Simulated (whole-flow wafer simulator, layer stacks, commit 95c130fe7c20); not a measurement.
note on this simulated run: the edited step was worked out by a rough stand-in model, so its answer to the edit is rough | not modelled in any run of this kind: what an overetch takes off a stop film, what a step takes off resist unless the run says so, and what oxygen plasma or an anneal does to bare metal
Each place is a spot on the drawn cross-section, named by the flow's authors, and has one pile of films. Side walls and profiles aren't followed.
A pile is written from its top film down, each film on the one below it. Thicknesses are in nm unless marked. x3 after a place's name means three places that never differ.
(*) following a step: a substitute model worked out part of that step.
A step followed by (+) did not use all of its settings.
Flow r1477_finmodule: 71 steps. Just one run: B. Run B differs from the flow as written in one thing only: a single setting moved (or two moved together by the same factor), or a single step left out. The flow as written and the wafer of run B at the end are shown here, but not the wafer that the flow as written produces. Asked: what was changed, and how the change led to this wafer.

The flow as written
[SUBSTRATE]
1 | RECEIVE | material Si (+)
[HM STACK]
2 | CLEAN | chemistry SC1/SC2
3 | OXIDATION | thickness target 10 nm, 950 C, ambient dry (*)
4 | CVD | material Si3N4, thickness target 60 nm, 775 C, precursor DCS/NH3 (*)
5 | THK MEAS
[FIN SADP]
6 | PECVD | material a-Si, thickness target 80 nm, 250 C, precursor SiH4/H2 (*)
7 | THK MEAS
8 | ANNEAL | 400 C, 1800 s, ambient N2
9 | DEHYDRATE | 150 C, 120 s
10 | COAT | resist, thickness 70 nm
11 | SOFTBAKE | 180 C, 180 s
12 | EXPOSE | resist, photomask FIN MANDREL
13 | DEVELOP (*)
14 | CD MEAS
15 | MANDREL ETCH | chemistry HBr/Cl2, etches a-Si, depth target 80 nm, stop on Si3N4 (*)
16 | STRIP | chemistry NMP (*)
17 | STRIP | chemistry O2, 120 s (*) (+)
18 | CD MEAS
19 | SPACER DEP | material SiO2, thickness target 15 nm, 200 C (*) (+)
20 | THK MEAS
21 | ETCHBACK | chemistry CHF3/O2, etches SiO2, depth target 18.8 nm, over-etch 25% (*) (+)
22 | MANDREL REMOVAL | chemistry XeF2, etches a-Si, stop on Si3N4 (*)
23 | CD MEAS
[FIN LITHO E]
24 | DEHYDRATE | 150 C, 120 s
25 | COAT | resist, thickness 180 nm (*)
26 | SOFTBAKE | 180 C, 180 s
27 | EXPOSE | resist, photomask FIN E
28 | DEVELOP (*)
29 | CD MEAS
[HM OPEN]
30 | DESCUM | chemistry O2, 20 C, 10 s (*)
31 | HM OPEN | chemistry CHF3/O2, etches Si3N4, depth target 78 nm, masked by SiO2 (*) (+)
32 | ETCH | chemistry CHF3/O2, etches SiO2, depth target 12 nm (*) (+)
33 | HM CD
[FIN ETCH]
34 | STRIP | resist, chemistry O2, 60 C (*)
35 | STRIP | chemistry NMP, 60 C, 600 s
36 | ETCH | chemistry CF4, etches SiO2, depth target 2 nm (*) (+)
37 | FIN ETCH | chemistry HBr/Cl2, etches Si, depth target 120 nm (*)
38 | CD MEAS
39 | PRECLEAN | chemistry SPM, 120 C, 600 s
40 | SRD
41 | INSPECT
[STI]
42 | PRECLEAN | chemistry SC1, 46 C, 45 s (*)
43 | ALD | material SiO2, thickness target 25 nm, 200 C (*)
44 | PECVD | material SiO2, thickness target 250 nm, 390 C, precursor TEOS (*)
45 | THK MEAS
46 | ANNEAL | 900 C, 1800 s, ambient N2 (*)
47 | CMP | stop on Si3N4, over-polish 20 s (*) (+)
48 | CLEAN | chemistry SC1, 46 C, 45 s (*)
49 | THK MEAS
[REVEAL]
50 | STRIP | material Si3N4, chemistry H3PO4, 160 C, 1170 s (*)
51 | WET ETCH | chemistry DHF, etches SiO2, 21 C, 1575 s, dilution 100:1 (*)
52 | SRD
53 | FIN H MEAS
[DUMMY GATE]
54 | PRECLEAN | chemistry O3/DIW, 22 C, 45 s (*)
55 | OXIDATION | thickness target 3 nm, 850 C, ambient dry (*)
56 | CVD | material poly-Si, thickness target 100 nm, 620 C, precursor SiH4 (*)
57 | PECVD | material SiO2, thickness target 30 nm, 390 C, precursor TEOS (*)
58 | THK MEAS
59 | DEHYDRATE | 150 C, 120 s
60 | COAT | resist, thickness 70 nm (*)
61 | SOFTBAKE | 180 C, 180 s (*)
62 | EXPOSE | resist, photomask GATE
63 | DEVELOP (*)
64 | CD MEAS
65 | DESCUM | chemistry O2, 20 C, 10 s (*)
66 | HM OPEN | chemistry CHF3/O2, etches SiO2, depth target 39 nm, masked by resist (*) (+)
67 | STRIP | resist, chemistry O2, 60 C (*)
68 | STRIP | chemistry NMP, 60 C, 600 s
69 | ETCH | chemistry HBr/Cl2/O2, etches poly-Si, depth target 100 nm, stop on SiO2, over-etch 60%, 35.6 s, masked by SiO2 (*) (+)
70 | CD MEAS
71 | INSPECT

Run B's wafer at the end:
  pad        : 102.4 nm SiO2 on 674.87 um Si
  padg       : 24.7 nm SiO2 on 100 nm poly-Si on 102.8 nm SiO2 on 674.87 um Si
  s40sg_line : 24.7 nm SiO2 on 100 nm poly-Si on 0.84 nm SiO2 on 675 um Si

Cause: step 55, OXIDATION: 722 C was run, whereas the flow has 850 C.

How this came from the change, step by step:
  55 | OXIDATION | thickness target 3 nm, 850 C, ambient dry (*)
      s40sg_line, s45sg_line, s50sg_line, s40so_line, s45so_line, s50so_line: +0.84 SiO2 (new film), -0.84 chemical SiO2 (all of it) (in the flow as written it would be: +3 SiO2 (new film), -0.84 chemical SiO2 (all of it), -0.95 Si)
  67 | STRIP | resist, chemistry O2, 60 C (*)
      s40sg: -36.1 resist (all of it) (in the flow as written it would be: -36.9 resist (all of it))
      s45sg: -36 resist (all of it) (in the flow as written it would be: -36.9 resist (all of it))
      (and at 1 other place as well)
